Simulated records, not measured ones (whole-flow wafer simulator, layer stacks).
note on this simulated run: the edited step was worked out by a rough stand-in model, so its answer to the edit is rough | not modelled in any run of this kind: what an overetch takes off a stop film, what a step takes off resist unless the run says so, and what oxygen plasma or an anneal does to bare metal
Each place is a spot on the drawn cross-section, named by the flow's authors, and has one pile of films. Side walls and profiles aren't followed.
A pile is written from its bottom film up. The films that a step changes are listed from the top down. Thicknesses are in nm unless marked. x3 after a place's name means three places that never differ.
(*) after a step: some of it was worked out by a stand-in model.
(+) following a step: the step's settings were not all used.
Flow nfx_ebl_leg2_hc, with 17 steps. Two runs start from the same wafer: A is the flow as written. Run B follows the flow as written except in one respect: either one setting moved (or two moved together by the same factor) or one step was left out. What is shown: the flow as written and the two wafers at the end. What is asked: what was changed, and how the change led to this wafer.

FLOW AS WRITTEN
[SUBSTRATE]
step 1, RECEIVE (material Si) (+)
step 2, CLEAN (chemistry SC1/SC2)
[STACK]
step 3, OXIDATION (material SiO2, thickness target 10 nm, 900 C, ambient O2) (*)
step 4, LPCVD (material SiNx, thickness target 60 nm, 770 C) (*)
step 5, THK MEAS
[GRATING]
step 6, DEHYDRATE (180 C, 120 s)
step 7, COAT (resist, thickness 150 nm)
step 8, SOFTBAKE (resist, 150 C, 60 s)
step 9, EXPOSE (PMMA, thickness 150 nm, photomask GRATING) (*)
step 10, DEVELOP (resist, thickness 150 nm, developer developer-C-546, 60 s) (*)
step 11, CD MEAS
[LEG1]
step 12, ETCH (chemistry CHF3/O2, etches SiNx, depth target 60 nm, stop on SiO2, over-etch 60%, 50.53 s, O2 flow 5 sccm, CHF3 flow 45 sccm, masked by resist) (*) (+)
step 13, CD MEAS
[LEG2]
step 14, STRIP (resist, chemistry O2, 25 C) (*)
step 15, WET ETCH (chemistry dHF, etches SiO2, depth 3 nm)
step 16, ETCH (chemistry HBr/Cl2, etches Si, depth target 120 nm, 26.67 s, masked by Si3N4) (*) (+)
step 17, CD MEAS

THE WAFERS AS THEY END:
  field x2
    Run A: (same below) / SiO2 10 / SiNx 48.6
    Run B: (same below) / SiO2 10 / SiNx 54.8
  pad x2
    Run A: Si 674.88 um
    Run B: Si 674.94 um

Cause: step 16, ETCH: depth target 54.8 nm was run, whereas the flow has depth target 120 nm; step 16, ETCH: 12.19 s was run, where the flow has 26.67 s.

How this came from the change, step by step:
  step 16, ETCH (chemistry HBr/Cl2, etches Si, depth target 120 nm, 26.67 s, masked by Si3N4) (*) (+)
      field x2: A -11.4 SiNx | B -5.22 SiNx
      pad x2: A -120 Si | B -54.8 Si
